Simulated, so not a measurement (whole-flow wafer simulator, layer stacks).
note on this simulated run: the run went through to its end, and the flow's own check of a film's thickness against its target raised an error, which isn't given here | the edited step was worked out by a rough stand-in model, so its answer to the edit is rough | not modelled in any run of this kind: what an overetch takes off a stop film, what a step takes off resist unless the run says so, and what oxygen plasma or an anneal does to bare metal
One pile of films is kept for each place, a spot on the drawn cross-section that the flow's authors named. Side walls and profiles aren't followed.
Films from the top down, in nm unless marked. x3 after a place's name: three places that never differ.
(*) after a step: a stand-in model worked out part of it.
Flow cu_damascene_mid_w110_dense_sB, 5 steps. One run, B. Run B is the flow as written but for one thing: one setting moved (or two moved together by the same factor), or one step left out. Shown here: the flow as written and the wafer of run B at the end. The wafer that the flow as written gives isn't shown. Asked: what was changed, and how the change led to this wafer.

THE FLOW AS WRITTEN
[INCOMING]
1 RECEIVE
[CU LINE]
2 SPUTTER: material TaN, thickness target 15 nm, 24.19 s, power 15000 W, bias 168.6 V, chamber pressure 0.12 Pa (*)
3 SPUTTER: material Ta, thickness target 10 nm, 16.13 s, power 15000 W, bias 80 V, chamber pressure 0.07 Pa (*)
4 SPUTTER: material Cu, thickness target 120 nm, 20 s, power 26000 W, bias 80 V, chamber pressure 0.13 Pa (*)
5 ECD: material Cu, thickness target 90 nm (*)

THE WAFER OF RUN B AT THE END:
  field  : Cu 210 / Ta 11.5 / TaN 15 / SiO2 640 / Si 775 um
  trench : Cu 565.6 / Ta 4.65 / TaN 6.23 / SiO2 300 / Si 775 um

The cause: step 3, SPUTTER: thickness target 11.5 nm was run, where the flow has thickness target 10 nm; step 3, SPUTTER: 18.55 s was run, where the flow has 16.13 s.
It can be read off the wafer: field has Ta 11.5, and step 3 as written asks for 10 nm.

How the change led to this, step by step:
  3 SPUTTER: material Ta, thickness target 10 nm, 16.13 s, power 15000 W, bias 80 V, chamber pressure 0.07 Pa (*)
      field: Ta +11.5 (new film) (as written it would be: Ta +10 (new film))
      trench: Ta +4.65 (new film) (as written it would be: Ta +4.05 (new film))
